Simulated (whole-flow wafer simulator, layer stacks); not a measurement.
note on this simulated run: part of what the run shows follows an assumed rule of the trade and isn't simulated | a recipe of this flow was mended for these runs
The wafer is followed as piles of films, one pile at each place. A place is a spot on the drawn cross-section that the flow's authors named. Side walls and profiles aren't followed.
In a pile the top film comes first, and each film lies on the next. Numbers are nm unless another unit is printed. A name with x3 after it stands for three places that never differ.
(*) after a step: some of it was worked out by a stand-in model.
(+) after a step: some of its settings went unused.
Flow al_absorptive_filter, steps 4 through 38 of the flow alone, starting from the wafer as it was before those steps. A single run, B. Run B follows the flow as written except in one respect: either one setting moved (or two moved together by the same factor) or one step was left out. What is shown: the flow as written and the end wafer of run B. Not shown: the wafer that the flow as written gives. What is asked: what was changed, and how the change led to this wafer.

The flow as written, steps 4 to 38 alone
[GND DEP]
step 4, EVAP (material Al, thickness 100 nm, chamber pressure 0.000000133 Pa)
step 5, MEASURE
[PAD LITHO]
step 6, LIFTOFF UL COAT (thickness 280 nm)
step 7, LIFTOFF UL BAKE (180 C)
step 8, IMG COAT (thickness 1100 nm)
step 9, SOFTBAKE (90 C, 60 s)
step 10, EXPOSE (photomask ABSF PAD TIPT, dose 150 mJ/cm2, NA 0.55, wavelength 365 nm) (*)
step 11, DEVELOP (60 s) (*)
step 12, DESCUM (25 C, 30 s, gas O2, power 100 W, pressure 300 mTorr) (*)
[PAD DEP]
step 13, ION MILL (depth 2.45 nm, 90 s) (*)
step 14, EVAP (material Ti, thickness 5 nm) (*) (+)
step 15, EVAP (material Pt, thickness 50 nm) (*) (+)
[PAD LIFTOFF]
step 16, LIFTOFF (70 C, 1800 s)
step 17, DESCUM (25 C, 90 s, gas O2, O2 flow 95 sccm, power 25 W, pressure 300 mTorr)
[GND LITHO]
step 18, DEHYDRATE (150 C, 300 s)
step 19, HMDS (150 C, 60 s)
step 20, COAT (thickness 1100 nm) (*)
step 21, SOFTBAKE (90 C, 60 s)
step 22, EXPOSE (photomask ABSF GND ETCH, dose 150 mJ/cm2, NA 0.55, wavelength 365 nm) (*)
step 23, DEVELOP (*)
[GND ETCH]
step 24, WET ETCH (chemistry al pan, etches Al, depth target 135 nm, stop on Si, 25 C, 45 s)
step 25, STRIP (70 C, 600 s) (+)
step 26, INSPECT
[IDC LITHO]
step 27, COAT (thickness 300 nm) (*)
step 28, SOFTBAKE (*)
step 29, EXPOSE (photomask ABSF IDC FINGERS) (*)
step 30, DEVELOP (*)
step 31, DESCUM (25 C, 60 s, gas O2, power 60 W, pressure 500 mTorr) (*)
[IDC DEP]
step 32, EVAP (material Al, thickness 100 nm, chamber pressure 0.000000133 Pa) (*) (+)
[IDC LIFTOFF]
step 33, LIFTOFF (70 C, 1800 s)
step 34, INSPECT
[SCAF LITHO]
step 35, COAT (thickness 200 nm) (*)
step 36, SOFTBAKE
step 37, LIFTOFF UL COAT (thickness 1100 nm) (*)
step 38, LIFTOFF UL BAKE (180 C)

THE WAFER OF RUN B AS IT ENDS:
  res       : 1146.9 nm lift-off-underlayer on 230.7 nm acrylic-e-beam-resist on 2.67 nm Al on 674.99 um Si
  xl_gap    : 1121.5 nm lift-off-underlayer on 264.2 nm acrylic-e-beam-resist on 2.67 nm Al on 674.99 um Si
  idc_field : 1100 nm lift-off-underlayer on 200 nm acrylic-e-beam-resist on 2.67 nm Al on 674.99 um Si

What caused this: step 24, WET ETCH: depth target 84 nm was run, while the flow as written has depth target 135 nm; step 24, WET ETCH: 28 s was run, where the flow has 45 s.

Step by step, how the change led to this:
  step 24, WET ETCH (chemistry al pan, etches Al, depth target 135 nm, stop on Si, 25 C, 45 s)
      res, xl_gap, idc_field, idc_line, idc_space: Al loses 84 (it would be, as written: Al loses 86.7 (all of it))
  step 31, DESCUM (25 C, 60 s, gas O2, power 60 W, pressure 500 mTorr) (*)
      idc_line: nothing (it would be, as written: chemical SiO2 gains 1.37 (new film), Si loses 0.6)
  step 32, EVAP (material Al, thickness 100 nm, chamber pressure 0.000000133 Pa) (*) (+)
      idc_line: Al gains 100 (it would be, as written: Al gains 100 (new film))
If metal films that touch count as one body, res has 1 body; the flow as written gives 0 bodies.
If metal films that touch count as one body, xl_gap has 1 body; the flow as written gives 0 bodies.
If metal films that touch count as one body, idc_field has 1 body; the flow as written gives 0 bodies.
